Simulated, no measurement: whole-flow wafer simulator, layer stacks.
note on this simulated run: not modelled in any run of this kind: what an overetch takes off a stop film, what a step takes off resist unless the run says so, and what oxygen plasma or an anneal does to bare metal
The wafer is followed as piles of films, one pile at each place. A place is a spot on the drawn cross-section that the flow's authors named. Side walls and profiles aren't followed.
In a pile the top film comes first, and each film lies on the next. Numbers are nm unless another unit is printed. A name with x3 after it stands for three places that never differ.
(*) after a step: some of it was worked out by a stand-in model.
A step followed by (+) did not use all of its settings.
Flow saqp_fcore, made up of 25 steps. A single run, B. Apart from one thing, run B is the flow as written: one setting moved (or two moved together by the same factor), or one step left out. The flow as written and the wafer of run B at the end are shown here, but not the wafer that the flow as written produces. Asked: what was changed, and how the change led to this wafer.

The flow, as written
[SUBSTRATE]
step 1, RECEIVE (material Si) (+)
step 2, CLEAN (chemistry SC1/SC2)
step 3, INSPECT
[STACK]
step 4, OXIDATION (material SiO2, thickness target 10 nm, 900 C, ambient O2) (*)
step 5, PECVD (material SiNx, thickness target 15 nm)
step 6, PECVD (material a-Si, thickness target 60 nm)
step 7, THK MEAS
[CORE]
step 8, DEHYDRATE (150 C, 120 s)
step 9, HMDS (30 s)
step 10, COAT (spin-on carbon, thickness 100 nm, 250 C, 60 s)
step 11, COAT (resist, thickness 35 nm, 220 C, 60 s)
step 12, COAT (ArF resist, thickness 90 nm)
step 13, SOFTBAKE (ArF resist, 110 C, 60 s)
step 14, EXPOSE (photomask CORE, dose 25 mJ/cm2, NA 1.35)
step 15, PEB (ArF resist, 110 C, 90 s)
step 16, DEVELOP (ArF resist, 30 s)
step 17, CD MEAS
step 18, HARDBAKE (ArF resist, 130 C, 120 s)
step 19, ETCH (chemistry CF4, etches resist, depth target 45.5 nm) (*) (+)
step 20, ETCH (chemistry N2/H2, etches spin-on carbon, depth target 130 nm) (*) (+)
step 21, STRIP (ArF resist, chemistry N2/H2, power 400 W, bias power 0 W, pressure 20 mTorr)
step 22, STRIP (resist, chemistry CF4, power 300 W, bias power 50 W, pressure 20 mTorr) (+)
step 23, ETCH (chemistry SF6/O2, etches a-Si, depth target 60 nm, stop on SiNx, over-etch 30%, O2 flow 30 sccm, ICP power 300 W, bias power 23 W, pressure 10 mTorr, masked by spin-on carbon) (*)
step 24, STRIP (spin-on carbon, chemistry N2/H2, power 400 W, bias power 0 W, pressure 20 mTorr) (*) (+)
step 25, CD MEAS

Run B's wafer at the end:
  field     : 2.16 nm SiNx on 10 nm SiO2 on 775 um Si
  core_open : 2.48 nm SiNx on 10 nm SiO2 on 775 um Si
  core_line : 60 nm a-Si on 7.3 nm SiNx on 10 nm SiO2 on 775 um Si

Cause: step 5, PECVD: thickness target 7.3 nm was run, though the flow has thickness target 15 nm.
One can read it off the wafer: core_line has SiNx 7.3, and step 5 as written asks for 15 nm.

Step by step, how the change led to this:
  step 5, PECVD (material SiNx, thickness target 15 nm)
      field, core_open, core_line: SiNx gains 7.3 (new film) (it would be, as written: SiNx gains 15 (new film))
